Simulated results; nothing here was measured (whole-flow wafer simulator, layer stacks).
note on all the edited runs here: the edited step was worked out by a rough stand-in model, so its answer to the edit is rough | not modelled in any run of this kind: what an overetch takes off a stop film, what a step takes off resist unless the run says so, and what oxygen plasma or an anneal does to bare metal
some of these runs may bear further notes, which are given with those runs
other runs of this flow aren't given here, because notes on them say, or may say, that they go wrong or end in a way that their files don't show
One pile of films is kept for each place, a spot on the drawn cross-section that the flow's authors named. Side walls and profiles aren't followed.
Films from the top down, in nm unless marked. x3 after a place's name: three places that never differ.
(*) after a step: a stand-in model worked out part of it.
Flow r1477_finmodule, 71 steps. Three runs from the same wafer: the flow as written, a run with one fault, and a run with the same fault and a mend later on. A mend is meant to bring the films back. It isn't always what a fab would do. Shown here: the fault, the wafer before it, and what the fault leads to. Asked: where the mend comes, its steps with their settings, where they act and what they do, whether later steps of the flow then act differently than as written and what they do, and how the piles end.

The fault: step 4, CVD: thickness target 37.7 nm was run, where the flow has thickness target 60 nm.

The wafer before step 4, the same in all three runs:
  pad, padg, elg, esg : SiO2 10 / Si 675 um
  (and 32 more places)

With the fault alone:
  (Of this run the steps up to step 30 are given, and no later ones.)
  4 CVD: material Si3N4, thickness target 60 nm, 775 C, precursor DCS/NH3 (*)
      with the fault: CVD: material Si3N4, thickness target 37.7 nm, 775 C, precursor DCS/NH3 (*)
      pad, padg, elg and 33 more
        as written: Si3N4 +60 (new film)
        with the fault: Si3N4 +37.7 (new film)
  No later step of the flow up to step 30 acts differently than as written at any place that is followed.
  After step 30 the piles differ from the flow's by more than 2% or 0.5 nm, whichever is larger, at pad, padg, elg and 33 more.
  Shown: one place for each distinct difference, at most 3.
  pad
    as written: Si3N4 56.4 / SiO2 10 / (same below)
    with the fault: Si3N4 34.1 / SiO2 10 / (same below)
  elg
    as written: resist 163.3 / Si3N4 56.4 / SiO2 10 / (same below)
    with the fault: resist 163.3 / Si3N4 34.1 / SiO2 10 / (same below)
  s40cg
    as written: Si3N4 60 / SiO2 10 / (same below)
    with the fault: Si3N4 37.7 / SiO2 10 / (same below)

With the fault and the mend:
  The mend comes after step 5.
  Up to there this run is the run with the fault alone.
  5a ETCH: chemistry h3po4, depth target 43.36 nm
      pad, padg, elg and 33 more
        Si3N4 -37.7 (all of it)
  5b CLEAN: chemistry SC1/SC2 (the flow's step 2 once more)
      changes no film at any place that is followed
  5c CVD: material Si3N4, thickness target 60 nm, 775 C, precursor DCS/NH3 (*) (the flow's step 4 once more)
      pad, padg, elg and 33 more
        Si3N4 +60 (new film)
  No later step of the flow acts differently than as written at any place that is followed.
  At the end the piles are the same as the flow's at every place that both follow.
